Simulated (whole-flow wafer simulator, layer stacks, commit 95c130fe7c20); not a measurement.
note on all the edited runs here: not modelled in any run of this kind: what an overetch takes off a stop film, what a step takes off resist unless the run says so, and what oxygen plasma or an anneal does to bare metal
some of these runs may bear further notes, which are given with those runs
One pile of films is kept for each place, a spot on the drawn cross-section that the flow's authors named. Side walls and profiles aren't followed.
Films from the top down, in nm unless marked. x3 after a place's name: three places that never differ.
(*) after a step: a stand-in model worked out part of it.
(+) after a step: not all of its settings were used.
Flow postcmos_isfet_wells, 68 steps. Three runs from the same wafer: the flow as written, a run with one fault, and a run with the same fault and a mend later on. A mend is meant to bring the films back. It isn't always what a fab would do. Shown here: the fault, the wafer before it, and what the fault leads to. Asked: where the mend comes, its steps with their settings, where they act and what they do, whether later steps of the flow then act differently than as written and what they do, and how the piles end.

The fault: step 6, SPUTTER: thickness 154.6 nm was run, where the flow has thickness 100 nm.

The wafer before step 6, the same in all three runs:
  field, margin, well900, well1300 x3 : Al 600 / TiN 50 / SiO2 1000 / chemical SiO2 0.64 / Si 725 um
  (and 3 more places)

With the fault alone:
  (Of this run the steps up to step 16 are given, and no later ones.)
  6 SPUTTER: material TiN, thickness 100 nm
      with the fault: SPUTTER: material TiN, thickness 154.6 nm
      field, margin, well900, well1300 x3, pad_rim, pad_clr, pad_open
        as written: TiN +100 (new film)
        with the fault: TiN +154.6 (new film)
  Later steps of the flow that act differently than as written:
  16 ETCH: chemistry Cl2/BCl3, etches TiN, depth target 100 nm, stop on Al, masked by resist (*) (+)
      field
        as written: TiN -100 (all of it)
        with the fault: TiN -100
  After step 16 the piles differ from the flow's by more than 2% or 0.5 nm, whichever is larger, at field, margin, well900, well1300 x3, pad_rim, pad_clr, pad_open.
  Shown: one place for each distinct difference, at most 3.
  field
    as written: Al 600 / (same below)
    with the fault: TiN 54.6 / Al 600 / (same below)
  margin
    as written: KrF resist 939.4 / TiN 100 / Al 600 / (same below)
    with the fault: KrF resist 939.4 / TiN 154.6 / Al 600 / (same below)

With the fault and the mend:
  The mend comes after step 6.
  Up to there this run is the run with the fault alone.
  6a ETCH: chemistry peroxide tin strip, depth target 177.8 nm
      field, margin, well900, well1300 x3, pad_rim, pad_clr, pad_open
        TiN -154.6 (all of it)
  6b SPUTTER: material TiN, thickness 100 nm (the flow's step 6 once more)
      field, margin, well900, well1300 x3, pad_rim, pad_clr, pad_open
        TiN +100 (new film)
  No later step of the flow acts differently than as written at any place that is followed.
  At the end the piles are the same as the flow's at every place that both follow.
